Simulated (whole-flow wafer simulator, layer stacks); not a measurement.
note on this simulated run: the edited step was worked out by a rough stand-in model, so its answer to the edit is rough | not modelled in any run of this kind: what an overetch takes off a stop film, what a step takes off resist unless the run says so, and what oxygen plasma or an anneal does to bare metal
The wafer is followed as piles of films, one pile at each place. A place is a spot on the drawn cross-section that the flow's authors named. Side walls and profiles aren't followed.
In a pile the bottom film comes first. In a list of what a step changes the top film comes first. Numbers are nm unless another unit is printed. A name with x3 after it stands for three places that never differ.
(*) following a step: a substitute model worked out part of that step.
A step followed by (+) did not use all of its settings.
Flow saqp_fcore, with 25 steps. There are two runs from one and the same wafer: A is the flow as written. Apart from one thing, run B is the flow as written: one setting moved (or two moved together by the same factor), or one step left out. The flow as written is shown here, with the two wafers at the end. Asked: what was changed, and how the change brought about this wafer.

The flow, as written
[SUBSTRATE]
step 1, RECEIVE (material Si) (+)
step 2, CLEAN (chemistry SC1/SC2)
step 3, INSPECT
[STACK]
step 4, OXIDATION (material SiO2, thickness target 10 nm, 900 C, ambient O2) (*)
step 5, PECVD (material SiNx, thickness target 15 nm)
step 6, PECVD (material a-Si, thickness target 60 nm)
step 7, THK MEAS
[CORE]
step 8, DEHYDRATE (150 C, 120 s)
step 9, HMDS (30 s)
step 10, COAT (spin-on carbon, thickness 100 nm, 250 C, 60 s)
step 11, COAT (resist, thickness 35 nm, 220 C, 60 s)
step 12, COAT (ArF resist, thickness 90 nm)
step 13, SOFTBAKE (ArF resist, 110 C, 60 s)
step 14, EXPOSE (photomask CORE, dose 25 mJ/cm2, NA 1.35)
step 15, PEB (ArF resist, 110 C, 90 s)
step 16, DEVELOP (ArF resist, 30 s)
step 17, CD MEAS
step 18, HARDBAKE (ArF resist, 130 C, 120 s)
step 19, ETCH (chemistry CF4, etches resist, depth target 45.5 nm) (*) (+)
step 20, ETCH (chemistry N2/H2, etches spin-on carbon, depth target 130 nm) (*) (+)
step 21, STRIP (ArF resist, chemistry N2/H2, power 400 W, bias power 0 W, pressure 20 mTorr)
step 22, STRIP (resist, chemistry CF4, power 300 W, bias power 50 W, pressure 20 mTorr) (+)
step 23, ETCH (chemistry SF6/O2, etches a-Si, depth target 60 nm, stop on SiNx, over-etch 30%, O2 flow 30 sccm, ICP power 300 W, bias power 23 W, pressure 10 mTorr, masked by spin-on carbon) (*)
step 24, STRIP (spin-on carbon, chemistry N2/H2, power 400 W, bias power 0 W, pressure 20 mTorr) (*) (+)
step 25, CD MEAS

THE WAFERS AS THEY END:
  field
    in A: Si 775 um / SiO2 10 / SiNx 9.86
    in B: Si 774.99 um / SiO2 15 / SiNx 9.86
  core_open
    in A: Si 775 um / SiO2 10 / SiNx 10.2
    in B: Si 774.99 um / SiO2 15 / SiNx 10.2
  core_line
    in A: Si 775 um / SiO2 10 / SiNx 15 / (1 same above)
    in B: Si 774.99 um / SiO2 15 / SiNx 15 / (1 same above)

The reason: step 4, OXIDATION: thickness target 15 nm was run, though the flow has thickness target 10 nm.
One can read it off the wafer: field has SiO2 15, and step 4 as written asks for 10 nm.

The path from the change to this, step by step:
  step 4, OXIDATION (material SiO2, thickness target 10 nm, 900 C, ambient O2) (*)
      field, core_open, core_line: A SiO2 gains 10 (new film), chemical SiO2 loses 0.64 (all of it), Si loses 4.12 | B SiO2 gains 15 (new film), chemical SiO2 loses 0.64 (all of it), Si loses 6.32
